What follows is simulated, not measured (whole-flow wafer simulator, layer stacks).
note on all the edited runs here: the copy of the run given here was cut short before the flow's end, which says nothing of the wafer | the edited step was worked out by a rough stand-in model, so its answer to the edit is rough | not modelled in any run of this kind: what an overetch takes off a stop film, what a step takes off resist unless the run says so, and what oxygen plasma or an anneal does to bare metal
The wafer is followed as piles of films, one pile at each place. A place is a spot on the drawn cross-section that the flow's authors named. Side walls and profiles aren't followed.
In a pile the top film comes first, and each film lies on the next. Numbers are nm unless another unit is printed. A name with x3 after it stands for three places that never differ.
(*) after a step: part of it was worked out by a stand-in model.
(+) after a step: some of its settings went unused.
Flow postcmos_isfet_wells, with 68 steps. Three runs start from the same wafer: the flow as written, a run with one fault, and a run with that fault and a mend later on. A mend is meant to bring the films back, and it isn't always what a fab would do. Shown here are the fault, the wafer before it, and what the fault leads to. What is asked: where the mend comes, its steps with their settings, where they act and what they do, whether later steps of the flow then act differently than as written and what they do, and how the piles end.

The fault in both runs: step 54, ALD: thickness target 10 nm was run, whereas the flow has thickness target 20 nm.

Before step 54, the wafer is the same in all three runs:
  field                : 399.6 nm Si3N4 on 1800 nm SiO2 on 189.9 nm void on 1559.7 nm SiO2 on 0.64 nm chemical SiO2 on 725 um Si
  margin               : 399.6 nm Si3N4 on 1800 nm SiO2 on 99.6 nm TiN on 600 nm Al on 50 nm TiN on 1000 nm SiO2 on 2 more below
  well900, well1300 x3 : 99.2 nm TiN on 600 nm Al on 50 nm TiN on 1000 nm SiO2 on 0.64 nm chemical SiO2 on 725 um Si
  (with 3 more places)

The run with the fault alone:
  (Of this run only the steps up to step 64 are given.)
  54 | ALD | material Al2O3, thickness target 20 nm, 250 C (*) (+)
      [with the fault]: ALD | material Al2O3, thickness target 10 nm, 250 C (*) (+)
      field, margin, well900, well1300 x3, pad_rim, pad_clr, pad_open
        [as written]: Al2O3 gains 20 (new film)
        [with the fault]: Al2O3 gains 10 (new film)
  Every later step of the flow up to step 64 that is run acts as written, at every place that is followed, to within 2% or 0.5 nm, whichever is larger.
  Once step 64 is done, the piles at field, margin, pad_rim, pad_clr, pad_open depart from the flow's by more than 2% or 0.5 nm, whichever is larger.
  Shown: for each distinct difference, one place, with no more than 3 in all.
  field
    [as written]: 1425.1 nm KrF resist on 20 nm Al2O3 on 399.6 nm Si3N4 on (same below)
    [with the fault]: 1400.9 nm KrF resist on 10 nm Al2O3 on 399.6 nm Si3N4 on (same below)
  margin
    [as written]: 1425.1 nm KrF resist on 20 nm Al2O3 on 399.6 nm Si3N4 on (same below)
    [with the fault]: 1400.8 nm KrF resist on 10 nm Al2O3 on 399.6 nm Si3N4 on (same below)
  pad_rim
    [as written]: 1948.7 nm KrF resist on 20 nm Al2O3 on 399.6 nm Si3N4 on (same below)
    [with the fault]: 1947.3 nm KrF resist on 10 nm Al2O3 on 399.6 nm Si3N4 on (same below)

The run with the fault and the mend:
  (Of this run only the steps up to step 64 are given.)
  The mend follows step 54.
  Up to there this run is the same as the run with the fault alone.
  54a | ALD | material Al2O3, thickness target 10 nm, 250 C (*) (+) (a further turn of the flow's step 54, with different settings)
      field, margin, well900, well1300 x3, pad_rim, pad_clr, pad_open
        Al2O3 gains 10
  Every later step of the flow up to step 64 that is run acts as written at every place that is followed.
  At every place that both follow, the piles after step 64 match the flow's.
